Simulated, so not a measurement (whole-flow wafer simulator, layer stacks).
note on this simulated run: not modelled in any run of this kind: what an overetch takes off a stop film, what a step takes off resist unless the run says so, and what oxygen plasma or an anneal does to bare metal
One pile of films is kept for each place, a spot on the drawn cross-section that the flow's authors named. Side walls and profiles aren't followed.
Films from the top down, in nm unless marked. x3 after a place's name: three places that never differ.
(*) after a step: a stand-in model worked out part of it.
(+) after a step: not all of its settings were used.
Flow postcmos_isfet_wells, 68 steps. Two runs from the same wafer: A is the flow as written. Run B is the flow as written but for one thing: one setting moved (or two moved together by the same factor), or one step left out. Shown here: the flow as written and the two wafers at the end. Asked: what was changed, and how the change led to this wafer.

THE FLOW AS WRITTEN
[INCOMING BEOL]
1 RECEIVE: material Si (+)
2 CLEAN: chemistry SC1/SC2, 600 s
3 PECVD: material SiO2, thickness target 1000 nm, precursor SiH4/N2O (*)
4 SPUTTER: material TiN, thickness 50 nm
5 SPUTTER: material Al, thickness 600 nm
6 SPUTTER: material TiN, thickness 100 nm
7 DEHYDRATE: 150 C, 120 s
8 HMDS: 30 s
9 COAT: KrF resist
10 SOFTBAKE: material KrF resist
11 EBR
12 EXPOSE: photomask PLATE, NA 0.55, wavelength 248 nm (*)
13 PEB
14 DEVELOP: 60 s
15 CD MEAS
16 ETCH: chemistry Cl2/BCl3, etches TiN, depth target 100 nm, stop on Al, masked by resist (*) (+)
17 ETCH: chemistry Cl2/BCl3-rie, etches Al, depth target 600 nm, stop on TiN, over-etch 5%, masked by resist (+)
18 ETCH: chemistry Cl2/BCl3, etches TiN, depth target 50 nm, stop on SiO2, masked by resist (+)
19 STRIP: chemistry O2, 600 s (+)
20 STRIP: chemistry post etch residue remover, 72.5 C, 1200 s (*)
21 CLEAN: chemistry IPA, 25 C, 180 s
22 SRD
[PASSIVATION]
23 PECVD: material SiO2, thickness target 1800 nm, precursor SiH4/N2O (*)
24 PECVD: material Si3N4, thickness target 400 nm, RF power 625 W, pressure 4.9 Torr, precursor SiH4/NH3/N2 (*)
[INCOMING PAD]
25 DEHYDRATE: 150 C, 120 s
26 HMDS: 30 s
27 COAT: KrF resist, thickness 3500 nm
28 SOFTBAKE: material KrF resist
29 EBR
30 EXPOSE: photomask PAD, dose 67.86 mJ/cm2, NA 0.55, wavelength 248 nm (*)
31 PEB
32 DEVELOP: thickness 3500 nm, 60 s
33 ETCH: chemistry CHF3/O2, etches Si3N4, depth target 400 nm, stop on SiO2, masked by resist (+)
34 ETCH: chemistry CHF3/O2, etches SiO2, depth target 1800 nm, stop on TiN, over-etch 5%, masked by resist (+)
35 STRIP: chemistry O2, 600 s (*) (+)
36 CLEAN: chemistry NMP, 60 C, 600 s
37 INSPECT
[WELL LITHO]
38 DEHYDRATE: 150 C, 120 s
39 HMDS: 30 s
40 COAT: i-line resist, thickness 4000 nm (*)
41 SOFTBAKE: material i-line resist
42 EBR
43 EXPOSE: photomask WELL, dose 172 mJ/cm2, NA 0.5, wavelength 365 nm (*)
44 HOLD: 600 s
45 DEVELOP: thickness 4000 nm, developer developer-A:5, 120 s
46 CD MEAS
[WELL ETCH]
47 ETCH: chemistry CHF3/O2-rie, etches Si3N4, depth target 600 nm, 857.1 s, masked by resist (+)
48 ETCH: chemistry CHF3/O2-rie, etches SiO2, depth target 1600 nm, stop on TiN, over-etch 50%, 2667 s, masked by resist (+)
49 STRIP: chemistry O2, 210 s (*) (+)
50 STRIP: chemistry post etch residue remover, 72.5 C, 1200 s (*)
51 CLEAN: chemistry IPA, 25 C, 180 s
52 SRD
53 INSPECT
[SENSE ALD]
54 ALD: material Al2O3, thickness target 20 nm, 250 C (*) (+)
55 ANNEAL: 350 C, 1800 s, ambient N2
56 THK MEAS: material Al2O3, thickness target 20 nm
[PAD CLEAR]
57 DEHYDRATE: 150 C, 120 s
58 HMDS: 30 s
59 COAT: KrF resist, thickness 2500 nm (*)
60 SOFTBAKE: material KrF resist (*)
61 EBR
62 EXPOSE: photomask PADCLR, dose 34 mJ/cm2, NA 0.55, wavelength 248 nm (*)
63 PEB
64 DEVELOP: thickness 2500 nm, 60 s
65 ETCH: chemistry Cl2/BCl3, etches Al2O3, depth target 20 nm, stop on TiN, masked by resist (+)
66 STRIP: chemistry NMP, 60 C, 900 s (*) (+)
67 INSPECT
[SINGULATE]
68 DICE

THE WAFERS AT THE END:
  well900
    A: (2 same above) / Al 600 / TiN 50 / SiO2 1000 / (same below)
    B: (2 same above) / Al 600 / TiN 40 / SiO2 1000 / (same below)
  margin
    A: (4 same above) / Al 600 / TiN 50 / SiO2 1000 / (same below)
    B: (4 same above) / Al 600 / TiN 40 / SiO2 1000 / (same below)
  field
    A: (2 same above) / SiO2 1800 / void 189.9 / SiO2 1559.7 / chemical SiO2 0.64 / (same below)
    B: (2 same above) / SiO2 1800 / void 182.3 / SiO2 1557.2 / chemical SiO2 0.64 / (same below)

The cause: step 4, SPUTTER: thickness 40 nm was run, where the flow has thickness 50 nm.
It can be read off the wafer: well900 has TiN 40, and step 4 as written asks for 50 nm.

How the change led to this, step by step:
  4 SPUTTER: material TiN, thickness 50 nm
      field, margin, well900 and 6 more: A TiN +50 (new film) | B TiN +40 (new film)
  18 ETCH: chemistry Cl2/BCl3, etches TiN, depth target 50 nm, stop on SiO2, masked by resist (+)
      field: A TiN -50 (all of it) | B TiN -40 (all of it)
  23 PECVD: material SiO2, thickness target 1800 nm, precursor SiH4/N2O (*)
      field: A SiO2 +1800 (new film), void +189.9 (new film), SiO2 +559.7 | B SiO2 +1800 (new film), void +182.3 (new film), SiO2 +557.2
